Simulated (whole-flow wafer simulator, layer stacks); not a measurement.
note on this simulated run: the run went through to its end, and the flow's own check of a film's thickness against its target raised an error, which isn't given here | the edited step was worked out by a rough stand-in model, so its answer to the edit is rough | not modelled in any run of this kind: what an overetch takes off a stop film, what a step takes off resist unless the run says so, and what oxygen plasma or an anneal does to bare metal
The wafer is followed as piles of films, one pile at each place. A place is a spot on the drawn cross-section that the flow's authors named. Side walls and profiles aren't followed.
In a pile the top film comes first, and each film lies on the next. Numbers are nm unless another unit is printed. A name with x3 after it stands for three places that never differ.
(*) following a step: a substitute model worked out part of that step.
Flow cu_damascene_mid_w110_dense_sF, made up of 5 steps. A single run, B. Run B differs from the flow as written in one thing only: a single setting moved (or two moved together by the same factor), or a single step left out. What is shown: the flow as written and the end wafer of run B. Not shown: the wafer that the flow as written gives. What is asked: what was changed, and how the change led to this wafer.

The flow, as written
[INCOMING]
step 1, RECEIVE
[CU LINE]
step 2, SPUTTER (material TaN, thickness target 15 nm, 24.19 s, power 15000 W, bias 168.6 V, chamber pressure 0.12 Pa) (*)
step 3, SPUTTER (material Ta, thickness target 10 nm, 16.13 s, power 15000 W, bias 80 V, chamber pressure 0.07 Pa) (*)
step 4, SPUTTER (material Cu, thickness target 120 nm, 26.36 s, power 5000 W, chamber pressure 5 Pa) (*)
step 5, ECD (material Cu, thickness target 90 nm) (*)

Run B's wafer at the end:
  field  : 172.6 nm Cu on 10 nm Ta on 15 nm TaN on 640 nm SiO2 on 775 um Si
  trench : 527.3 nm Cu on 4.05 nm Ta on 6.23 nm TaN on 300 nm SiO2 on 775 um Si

What caused this: step 4, SPUTTER: 18.45 s was run, whereas the flow has 26.36 s.

Step by step, how the change led to this:
  step 4, SPUTTER (material Cu, thickness target 120 nm, 26.36 s, power 5000 W, chamber pressure 5 Pa) (*)
      field: +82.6 Cu (new film) (it would be, as written: +120 Cu (new film))
      trench: +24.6 Cu (new film) (it would be, as written: +35.7 Cu (new film))
  step 5, ECD (material Cu, thickness target 90 nm) (*)
      trench: +502.7 Cu (it would be, as written: +529 Cu)
